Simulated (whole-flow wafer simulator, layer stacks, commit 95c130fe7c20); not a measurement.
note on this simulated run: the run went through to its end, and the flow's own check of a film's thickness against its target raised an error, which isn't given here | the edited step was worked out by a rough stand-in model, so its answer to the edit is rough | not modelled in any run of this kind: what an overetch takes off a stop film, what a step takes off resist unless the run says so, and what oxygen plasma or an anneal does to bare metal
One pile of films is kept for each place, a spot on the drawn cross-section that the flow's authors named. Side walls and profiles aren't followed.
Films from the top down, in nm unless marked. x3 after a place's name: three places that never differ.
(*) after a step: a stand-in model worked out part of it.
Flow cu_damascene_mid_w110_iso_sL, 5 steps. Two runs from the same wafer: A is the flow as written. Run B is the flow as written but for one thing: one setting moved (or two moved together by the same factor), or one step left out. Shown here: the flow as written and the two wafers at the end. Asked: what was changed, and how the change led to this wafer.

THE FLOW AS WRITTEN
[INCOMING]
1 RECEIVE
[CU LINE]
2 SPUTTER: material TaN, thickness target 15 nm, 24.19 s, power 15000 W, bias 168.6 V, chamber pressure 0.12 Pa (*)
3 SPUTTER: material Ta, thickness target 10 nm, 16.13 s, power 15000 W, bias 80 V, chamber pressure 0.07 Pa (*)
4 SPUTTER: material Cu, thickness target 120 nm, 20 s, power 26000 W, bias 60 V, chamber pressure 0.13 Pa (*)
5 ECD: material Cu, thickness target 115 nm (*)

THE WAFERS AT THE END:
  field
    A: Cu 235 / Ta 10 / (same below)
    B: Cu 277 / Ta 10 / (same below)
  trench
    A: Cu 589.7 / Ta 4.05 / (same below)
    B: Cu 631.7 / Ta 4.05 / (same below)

The cause: step 4, SPUTTER: thickness target 162 nm was run, where the flow has thickness target 120 nm; step 4, SPUTTER: 27 s was run, where the flow has 20 s.

How the change led to this, step by step:
  4 SPUTTER: material Cu, thickness target 120 nm, 20 s, power 26000 W, bias 60 V, chamber pressure 0.13 Pa (*)
      field: A Cu +120 (new film) | B Cu +162 (new film)
      trench: A Cu +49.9 (new film) | B Cu +67.4 (new film)
  5 ECD: material Cu, thickness target 115 nm (*)
      trench: A Cu +539.8 | B Cu +564.3
